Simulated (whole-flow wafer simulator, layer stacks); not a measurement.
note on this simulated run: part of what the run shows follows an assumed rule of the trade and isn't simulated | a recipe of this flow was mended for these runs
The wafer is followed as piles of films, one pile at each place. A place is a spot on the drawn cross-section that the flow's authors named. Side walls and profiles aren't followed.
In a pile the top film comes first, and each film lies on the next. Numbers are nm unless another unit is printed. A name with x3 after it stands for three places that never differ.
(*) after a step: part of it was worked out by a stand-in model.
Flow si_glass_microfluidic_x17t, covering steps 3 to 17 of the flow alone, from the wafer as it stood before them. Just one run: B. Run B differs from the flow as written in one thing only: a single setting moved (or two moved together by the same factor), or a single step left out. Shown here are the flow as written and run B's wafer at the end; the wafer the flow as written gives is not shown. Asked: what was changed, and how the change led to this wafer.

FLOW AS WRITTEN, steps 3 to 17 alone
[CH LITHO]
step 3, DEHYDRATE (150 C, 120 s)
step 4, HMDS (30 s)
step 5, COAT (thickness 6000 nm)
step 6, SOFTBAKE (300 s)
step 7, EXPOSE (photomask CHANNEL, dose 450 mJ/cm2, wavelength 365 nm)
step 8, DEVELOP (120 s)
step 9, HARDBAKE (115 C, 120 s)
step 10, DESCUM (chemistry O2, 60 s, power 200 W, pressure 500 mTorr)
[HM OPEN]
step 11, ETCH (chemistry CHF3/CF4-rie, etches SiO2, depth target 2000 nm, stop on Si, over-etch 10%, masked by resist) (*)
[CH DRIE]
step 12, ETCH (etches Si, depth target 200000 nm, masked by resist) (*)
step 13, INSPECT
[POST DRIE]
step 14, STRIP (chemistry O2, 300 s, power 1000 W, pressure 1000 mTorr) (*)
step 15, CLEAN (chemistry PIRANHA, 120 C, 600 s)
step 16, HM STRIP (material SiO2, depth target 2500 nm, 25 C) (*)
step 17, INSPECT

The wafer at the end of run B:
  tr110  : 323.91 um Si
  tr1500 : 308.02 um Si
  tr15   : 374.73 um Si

The reason: step 5, COAT: thickness 8160 nm was run, while the flow as written has thickness 6000 nm; step 11, ETCH: depth target 2720 nm was run, where the flow has depth target 2000 nm.

Step by step, how the change led to this:
  step 5, COAT (thickness 6000 nm)
      land, tr110, tr1500, tr15: +8160 thick-i-line-resist (new film) (it would be, as written: +6000 thick-i-line-resist (new film))
  step 8, DEVELOP (120 s)
      tr110, tr1500, tr15: -8160 thick-i-line-resist (all of it) (it would be, as written: -6000 thick-i-line-resist (all of it))
  step 9, HARDBAKE (115 C, 120 s)
      land: -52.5 thick-i-line-resist (it would be, as written: -33.5 thick-i-line-resist)
  step 11, ETCH (chemistry CHF3/CF4-rie, etches SiO2, depth target 2000 nm, stop on Si, over-etch 10%, masked by resist) (*)
      tr110, tr1500, tr15: -2000 SiO2 (all of it), -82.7 Si (it would be, as written: -2000 SiO2 (all of it), -16.7 Si)
      land: -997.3 thick-i-line-resist (it would be, as written: -733.3 thick-i-line-resist)
  step 12, ETCH (etches Si, depth target 200000 nm, masked by resist) (*)
      tr1500: -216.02 um Si (it would be, as written: -215.73 um Si)
      tr15: -149.3 um Si (it would be, as written: -149.99 um Si)
  step 14, STRIP (chemistry O2, 300 s, power 1000 W, pressure 1000 mTorr) (*)
      land: -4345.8 thick-i-line-resist (all of it) (it would be, as written: -2472.3 thick-i-line-resist (all of it))
